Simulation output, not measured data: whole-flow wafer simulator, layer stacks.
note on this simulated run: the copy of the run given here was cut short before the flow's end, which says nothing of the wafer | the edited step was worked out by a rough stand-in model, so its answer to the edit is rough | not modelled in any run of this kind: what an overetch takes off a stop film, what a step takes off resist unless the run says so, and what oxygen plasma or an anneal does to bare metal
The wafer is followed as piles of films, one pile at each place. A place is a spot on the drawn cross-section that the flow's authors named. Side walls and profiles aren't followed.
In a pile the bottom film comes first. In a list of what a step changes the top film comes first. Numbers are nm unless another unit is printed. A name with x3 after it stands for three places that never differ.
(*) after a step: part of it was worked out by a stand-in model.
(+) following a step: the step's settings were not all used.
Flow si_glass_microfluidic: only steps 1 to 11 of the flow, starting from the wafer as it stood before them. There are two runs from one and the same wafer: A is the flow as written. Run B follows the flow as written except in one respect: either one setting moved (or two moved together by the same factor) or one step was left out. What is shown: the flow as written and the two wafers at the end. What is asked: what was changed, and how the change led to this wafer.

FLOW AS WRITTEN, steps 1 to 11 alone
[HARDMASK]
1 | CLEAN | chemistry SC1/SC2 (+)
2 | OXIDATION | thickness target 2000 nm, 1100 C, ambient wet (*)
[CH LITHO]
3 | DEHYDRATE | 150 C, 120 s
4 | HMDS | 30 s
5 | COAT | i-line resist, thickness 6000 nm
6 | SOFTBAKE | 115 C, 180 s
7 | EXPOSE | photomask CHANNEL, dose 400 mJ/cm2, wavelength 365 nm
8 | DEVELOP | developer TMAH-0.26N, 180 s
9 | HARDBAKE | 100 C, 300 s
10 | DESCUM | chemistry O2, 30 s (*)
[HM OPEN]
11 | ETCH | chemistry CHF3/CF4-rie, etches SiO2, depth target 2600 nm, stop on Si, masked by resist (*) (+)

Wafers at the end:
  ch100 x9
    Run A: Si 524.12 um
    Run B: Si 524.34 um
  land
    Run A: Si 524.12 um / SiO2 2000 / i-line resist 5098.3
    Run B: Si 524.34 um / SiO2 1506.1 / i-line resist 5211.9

The reason: step 2, OXIDATION: 1018 C was run, though the flow has 1100 C.

How this came from the change, step by step:
  2 | OXIDATION | thickness target 2000 nm, 1100 C, ambient wet (*)
      land, ch100 x9: A SiO2 gains 2000 (new film), chemical SiO2 loses 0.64 (all of it), Si loses 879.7 | B SiO2 gains 1506.1 (new film), chemical SiO2 loses 0.64 (all of it), Si loses 662.4
  11 | ETCH | chemistry CHF3/CF4-rie, etches SiO2, depth target 2600 nm, stop on Si, masked by resist (*) (+)
      ch100 x9: A SiO2 loses 2000 (all of it) | B SiO2 loses 1506.1 (all of it)
      land: A i-line resist loses 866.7 | B i-line resist loses 753.1
